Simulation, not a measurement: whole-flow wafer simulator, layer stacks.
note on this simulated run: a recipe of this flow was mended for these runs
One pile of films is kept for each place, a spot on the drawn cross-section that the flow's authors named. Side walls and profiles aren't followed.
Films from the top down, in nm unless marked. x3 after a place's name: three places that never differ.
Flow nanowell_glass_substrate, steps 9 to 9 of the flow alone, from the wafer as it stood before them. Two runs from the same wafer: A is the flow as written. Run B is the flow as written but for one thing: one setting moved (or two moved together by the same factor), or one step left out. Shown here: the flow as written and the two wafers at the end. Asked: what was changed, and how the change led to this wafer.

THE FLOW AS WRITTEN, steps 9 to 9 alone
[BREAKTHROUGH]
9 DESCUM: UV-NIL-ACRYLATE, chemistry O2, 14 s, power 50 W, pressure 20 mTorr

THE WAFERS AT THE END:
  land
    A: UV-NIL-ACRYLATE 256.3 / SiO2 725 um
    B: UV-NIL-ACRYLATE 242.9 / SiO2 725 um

The cause: step 9, DESCUM: 19.4 s was run, where the flow has 14 s.

How the change led to this, step by step:
  9 DESCUM: UV-NIL-ACRYLATE, chemistry O2, 14 s, power 50 W, pressure 20 mTorr
      land: A UV-NIL-ACRYLATE -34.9 | B UV-NIL-ACRYLATE -48.3
